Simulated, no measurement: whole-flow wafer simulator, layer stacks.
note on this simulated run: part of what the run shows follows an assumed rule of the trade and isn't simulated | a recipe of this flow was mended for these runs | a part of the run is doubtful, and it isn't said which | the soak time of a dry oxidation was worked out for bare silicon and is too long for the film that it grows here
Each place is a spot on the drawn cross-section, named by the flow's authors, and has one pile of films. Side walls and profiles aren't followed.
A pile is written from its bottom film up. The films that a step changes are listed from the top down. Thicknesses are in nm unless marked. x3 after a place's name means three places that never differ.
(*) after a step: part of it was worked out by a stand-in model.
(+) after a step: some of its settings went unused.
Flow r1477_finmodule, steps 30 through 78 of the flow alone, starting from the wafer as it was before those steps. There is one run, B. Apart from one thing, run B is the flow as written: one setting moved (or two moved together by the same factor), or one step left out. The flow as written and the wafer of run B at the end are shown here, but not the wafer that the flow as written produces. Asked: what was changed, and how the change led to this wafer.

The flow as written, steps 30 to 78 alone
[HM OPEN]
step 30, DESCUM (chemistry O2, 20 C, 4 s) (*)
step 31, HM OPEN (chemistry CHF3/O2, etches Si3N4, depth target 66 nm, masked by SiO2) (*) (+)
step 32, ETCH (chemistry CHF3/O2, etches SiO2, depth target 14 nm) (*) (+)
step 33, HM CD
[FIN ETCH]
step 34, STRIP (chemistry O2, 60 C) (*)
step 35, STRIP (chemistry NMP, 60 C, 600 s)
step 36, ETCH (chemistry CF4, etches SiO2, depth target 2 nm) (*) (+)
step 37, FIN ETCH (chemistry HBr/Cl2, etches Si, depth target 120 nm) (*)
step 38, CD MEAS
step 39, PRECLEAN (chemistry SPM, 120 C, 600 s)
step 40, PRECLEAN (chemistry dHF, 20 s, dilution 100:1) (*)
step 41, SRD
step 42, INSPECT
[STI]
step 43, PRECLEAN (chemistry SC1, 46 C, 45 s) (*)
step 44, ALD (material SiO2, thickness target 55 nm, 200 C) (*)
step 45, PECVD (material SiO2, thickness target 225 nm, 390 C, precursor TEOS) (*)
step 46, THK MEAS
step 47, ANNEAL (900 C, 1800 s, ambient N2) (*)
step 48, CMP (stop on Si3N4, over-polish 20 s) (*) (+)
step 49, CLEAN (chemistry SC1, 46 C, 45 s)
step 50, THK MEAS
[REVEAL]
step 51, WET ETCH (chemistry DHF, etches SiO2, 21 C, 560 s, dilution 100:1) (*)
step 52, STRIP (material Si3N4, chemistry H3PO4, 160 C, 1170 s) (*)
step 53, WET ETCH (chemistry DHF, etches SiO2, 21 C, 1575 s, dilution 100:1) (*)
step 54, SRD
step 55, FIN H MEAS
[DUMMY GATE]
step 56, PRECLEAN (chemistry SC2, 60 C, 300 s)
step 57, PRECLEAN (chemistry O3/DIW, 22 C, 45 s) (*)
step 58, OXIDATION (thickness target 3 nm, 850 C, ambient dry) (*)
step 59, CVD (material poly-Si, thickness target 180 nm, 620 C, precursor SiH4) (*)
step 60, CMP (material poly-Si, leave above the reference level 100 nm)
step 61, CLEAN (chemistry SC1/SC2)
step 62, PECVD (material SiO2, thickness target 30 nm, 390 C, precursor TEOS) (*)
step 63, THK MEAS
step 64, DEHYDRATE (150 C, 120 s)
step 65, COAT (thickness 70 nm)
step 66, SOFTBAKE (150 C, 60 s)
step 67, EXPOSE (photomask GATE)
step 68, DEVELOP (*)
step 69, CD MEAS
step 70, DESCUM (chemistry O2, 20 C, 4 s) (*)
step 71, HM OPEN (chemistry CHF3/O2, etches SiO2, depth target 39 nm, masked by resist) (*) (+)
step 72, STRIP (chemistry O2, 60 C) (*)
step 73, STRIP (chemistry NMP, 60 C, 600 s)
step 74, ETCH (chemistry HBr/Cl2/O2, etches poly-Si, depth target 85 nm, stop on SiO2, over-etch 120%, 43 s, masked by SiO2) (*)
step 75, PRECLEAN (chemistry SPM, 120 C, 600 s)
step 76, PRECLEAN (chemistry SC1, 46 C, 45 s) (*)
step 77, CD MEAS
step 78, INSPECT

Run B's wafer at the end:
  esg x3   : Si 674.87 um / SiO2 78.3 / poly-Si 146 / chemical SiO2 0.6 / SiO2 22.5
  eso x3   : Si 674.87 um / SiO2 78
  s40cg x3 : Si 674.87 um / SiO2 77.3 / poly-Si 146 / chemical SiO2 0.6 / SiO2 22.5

The reason: step 32, ETCH: depth target 5.6 nm was run, though the flow has depth target 14 nm.

The path from the change to this, step by step:
  step 32, ETCH (chemistry CHF3/O2, etches SiO2, depth target 14 nm) (*) (+)
      s40cg x3, s40co x3: SiO2 loses 5.6 (it would be, as written: SiO2 loses 7 (all of it), Si loses 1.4)
      pad, padg, esg x3, e200sg, s40sg x3, eso x3, e200so, s40so x3: SiO2 loses 4.05 (all of it), Si loses 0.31 (it would be, as written: SiO2 loses 4.05 (all of it), Si loses 1.99)
      (and at 14 other places as well)
  step 34, STRIP (chemistry O2, 60 C) (*)
      s40cg x3, s40co x3: nothing (it would be, as written: chemical SiO2 gains 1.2 (new film), Si loses 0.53)
      elg x4, elo x4: e-beam-resist loses 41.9 (all of it) (it would be, as written: e-beam-resist loses 33.9 (all of it))
  step 36, ETCH (chemistry CF4, etches SiO2, depth target 2 nm) (*) (+)
      s40cg x3, s40co x3: SiO2 loses 1.4 (all of it), Si loses 0.5 (it would be, as written: chemical SiO2 loses 1.2 (all of it), Si loses 0.67)
  step 44, ALD (material SiO2, thickness target 55 nm, 200 C) (*)
      s40cg x3, s40co x3: SiO2 gains 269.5 (new film) (it would be, as written: SiO2 gains 263.2 (new film))
      s40sg x3, s40so x3: SiO2 gains 270.5 (new film) (it would be, as written: SiO2 gains 263.8 (new film))
  step 48, CMP (stop on Si3N4, over-polish 20 s) (*) (+)
      s40cg x3, s40sg x3, s40co x3, s40so x3: SiO2 loses 296.5 (it would be, as written: SiO2 loses 288.1)
      s40sg_line x3, s40so_line x3: SiO2 loses 295.4 (all of it), Si3N4 loses 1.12 (it would be, as written: SiO2 loses 287 (all of it), Si3N4 loses 1.12)
      (and at 2 other places as well)
